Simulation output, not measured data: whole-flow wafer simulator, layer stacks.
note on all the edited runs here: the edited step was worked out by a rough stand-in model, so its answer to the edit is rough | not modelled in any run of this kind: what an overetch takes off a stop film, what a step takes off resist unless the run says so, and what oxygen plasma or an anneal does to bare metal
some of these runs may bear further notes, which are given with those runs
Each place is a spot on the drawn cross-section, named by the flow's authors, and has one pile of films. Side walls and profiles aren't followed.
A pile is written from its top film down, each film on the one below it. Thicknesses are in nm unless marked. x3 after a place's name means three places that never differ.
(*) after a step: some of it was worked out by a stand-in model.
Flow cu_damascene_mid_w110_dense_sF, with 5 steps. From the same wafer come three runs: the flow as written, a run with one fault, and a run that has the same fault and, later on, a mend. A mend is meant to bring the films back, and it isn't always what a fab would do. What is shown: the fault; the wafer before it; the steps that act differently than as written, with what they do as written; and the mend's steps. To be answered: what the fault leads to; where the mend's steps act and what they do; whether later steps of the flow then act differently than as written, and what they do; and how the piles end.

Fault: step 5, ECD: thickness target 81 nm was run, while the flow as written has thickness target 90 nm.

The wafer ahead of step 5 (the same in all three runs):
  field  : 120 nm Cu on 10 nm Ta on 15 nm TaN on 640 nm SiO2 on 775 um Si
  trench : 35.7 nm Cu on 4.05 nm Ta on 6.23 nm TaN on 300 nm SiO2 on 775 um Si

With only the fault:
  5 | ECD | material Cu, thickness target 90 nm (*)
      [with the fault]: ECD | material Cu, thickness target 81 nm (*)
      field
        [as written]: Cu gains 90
        [with the fault]: Cu gains 81
  Every later step of the flow that is run acts as written at every place that is followed.
  The piles end different from the flow's at field by more than 2% or 0.5 nm, whichever is larger.
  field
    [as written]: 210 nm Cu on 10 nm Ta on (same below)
    [with the fault]: 201 nm Cu on 10 nm Ta on (same below)

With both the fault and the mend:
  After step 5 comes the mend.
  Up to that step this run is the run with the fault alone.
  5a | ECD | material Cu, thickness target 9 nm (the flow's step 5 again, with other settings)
      field, trench
        Cu gains 9
  Every later step of the flow that is run acts as written at every place that is followed.
  The piles end the same as the flow's at every place that both follow.
